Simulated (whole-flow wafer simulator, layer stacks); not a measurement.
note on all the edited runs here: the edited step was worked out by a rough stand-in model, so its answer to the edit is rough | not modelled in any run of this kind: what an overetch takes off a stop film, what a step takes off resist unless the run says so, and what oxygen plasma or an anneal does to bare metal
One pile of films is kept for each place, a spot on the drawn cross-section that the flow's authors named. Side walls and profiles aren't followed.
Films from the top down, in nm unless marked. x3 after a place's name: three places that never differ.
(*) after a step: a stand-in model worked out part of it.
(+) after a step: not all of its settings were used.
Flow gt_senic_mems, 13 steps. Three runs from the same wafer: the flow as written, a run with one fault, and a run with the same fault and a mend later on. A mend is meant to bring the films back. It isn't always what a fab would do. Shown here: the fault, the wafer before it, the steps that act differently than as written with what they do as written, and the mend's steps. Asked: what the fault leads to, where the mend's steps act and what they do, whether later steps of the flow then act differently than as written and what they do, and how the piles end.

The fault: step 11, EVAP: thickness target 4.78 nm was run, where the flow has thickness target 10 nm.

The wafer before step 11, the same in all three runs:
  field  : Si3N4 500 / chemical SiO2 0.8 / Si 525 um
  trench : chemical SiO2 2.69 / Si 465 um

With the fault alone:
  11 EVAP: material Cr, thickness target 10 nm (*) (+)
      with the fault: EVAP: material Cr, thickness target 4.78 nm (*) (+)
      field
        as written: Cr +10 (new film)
        with the fault: Cr +4.78 (new film)
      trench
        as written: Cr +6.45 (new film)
        with the fault: Cr +3.09 (new film)
  No later step of the flow acts differently than as written at any place that is followed.
  At the end the piles differ from the flow's by more than 2% or 0.5 nm, whichever is larger, at field, trench.
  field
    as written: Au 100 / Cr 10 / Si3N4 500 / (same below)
    with the fault: Au 100 / Cr 4.78 / Si3N4 500 / (same below)
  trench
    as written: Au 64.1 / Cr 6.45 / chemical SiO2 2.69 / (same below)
    with the fault: Au 64.1 / Cr 3.09 / chemical SiO2 2.69 / (same below)

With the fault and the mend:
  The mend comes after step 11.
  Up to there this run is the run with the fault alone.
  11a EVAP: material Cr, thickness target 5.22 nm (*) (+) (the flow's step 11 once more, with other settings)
      field
        Cr +5.22
      trench
        Cr +3.37
  No later step of the flow acts differently than as written at any place that is followed.
  At the end the piles differ from the flow's only slightly at the places that both follow, by at most 2% or 0.5 nm, whichever is larger.
